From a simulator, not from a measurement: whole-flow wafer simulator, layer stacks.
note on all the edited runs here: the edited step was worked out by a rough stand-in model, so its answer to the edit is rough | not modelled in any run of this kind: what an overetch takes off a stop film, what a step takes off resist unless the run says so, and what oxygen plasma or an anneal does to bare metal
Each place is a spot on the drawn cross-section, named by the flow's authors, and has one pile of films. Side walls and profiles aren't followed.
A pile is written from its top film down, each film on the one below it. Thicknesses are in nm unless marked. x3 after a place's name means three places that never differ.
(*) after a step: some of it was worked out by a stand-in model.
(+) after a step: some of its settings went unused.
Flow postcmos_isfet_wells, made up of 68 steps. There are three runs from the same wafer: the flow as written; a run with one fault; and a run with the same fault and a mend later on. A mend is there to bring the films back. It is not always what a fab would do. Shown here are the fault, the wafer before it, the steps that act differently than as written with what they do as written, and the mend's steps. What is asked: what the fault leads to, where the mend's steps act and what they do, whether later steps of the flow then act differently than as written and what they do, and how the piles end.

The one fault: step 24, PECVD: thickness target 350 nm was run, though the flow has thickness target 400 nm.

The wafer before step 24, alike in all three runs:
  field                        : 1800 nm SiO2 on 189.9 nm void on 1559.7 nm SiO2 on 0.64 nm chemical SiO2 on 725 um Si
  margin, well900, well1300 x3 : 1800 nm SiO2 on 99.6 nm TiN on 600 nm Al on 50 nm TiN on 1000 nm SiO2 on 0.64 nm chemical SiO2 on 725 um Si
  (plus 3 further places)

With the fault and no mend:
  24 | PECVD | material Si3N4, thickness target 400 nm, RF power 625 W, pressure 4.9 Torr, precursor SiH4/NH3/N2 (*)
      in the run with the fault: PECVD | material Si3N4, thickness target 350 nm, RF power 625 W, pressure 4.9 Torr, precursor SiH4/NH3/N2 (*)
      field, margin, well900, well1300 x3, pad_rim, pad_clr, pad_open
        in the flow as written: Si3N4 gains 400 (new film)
        in the run with the fault: Si3N4 gains 350 (new film)
  Later steps of the flow acting differently than as written (7 other steps are not shown; they differ only slightly, by no more than 2% or 0.5 nm, whichever is larger):
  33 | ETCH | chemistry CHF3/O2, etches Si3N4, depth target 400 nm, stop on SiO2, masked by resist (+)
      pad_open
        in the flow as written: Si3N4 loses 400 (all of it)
        in the run with the fault: Si3N4 loses 350 (all of it)
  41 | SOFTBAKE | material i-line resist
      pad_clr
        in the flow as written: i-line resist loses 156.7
        in the run with the fault: i-line resist loses 151.7
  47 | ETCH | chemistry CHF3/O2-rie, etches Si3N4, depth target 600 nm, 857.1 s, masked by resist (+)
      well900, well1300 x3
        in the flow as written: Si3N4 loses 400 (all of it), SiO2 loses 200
        in the run with the fault: Si3N4 loses 350 (all of it), SiO2 loses 250
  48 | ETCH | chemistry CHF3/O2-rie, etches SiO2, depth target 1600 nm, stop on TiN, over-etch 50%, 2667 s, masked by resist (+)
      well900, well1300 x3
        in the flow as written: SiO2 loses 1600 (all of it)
        in the run with the fault: SiO2 loses 1550 (all of it)
  By the end, the piles at field, margin, pad_rim, pad_clr depart from the flow's by more than 2% or 0.5 nm, whichever is larger.
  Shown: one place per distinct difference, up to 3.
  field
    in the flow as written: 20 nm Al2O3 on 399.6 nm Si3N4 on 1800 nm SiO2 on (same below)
    in the run with the fault: 20 nm Al2O3 on 349.6 nm Si3N4 on 1800 nm SiO2 on (same below)
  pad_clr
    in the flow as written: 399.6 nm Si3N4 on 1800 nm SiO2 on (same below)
    in the run with the fault: 349.6 nm Si3N4 on 1800 nm SiO2 on (same below)

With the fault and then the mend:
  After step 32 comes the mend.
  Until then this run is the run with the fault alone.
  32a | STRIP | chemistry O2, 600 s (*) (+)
      field, margin, well900, well1300 x3, pad_rim, pad_clr
        KrF resist loses 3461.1 (all of it)
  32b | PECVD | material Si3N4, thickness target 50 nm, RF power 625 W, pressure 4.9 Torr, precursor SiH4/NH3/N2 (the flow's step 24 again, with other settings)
      field, margin, well900, well1300 x3, pad_rim, pad_clr, pad_open
        Si3N4 gains 50
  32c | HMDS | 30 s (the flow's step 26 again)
      alters no film at any place that is followed
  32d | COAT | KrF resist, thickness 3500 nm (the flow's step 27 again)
      field, margin, well900, well1300 x3, pad_rim, pad_clr, pad_open
        KrF resist gains 3500 (new film)
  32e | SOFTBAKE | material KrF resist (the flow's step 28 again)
      alters no film at any place that is followed
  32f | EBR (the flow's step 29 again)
      alters no film at any place that is followed
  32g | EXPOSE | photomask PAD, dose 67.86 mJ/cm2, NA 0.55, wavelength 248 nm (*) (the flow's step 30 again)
      alters no film at any place that is followed
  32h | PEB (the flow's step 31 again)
      field, margin, well900, well1300 x3, pad_rim, pad_clr, pad_open
        KrF resist loses 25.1
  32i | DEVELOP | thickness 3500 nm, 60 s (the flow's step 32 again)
      field, margin, well900, well1300 x3, pad_rim, pad_clr
        KrF resist loses 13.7
      pad_open
        KrF resist loses 3474.9 (all of it)
  Every later step of the flow that is run acts as written at every place that is followed.
  The piles end the same as the flow's at every place that both follow.
